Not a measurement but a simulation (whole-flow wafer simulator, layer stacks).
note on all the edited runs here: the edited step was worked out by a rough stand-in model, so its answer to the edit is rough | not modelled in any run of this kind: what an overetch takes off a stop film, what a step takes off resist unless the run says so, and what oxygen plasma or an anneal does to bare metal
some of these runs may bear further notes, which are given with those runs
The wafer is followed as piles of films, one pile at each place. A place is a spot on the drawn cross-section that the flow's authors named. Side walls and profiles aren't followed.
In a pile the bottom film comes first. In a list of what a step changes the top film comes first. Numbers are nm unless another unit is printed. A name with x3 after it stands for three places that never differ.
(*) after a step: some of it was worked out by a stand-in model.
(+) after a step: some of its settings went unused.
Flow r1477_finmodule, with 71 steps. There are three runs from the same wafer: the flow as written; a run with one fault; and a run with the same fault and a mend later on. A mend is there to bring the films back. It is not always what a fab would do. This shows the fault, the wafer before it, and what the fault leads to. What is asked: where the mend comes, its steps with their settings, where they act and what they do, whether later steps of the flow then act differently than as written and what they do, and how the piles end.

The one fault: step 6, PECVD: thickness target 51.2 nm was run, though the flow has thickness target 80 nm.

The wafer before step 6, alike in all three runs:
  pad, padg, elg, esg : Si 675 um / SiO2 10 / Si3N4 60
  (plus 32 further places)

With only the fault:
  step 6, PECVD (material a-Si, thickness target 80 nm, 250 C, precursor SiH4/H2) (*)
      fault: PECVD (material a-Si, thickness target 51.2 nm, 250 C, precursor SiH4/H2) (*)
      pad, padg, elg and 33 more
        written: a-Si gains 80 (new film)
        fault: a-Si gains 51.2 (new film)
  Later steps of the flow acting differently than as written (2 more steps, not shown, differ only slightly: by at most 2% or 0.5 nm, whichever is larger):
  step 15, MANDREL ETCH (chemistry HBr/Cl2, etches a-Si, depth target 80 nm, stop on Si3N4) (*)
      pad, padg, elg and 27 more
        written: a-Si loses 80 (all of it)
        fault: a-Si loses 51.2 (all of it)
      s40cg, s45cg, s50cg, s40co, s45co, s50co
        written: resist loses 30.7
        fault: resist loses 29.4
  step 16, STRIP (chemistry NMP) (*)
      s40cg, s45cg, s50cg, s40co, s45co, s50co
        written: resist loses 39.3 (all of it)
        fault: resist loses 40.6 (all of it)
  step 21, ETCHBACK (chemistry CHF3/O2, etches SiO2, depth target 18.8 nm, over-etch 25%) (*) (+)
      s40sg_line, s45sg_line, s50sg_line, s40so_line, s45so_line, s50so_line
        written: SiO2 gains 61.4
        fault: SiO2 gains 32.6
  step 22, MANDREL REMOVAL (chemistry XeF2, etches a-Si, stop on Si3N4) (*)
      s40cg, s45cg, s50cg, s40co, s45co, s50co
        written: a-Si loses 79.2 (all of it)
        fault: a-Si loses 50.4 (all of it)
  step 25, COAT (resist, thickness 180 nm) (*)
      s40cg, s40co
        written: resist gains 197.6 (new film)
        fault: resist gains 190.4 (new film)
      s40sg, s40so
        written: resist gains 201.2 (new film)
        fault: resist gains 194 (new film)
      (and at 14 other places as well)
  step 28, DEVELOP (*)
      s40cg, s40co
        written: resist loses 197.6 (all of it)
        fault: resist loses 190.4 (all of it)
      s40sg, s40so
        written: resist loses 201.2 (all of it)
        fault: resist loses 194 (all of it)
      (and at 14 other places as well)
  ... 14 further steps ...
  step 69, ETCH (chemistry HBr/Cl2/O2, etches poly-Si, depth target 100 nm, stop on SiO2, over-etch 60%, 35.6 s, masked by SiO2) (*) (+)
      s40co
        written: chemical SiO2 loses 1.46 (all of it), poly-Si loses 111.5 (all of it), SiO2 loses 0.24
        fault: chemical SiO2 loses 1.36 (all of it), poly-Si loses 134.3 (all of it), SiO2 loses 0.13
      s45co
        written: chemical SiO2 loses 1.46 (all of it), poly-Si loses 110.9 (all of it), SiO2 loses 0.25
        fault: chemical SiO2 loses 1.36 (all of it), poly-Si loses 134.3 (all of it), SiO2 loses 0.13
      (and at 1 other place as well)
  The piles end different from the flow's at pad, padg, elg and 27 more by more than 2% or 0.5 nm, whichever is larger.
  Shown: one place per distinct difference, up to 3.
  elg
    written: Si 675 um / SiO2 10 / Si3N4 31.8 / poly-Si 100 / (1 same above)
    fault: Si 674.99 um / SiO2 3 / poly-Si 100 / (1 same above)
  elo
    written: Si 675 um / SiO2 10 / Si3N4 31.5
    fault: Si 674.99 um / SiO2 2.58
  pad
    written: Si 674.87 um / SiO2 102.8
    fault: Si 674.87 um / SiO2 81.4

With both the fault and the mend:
  After step 7 comes the mend.
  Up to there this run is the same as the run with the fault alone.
  step 7a, PECVD (material a-Si, thickness target 28.8 nm, 250 C, precursor SiH4/H2) (*) (a further turn of the flow's step 6, with different settings)
      pad, padg, elg and 33 more
        a-Si gains 28.8
  None of the later steps of the flow acts differently than as written at any place that is followed.
  At every place that both follow, the piles at the end match the flow's.
